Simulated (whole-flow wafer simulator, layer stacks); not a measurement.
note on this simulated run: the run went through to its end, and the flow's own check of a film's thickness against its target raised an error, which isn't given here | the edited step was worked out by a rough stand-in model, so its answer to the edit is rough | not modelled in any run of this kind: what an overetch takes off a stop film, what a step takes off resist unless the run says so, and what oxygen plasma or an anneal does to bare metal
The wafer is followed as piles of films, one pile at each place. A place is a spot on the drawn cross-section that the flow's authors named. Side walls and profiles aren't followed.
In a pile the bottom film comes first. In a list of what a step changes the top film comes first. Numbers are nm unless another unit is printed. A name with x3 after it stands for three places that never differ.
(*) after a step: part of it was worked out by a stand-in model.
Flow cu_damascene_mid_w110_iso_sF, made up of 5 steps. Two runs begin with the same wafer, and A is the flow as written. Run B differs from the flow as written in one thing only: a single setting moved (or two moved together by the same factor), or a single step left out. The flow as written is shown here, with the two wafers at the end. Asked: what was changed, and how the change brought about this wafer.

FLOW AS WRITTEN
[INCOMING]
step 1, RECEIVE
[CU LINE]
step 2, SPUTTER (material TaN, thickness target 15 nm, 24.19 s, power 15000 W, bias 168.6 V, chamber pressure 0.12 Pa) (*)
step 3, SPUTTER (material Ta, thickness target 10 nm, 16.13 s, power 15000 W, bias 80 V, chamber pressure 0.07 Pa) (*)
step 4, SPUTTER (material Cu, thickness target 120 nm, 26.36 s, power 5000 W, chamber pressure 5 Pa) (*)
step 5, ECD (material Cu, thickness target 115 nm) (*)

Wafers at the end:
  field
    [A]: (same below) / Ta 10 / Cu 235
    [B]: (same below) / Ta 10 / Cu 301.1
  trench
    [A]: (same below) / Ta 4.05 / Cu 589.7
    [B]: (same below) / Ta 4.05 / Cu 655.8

The reason: step 5, ECD: thickness target 181.1 nm was run, though the flow has thickness target 115 nm.

Step by step, how the change led to this:
  step 5, ECD (material Cu, thickness target 115 nm) (*)
      field: A Cu gains 115 | B Cu gains 181.1
      trench: A Cu gains 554 | B Cu gains 620.1
